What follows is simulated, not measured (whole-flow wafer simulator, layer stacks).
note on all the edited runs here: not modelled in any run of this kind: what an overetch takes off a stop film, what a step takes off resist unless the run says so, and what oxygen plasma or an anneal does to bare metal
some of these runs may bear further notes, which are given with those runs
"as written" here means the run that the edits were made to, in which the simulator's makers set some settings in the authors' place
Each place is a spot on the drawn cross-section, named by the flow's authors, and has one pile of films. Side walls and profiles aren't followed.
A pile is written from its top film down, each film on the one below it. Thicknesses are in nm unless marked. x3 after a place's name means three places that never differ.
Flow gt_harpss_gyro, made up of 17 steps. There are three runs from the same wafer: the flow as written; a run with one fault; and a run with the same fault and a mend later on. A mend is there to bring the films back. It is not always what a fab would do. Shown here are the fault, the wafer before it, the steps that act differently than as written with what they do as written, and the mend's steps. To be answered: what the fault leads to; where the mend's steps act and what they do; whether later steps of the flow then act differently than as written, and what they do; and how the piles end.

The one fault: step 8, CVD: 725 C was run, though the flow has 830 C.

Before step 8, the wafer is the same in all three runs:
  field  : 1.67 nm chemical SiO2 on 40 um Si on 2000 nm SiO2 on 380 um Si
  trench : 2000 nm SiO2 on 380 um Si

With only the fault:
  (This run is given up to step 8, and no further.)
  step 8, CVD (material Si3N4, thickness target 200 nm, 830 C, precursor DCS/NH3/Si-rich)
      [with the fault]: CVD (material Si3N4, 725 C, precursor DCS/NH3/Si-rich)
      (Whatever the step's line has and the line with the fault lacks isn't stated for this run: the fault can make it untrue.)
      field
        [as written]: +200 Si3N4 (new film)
        [with the fault]: +45.4 Si3N4 (new film)
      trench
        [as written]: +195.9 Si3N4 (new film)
        [with the fault]: +45.4 Si3N4 (new film)
  Once step 8 is done, the piles at field, trench depart from the flow's by more than 2% or 0.5 nm, whichever is larger.
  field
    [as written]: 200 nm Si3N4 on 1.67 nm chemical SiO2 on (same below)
    [with the fault]: 45.4 nm Si3N4 on 1.67 nm chemical SiO2 on (same below)
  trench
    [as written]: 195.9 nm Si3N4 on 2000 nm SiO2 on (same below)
    [with the fault]: 45.4 nm Si3N4 on 2000 nm SiO2 on (same below)

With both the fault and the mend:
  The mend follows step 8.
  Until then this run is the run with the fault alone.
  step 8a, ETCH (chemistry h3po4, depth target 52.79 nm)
      field, trench
        -45.4 Si3N4 (all of it)
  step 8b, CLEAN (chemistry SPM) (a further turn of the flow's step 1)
      alters no film at any place that is followed
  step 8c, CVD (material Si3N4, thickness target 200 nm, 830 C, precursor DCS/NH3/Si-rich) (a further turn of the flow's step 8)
      field
        +200 Si3N4 (new film)
      trench
        +195.9 Si3N4 (new film)
  Later steps of the flow that are run all act as written at every place that is followed.
  At every place that both follow, the piles at the end match the flow's.
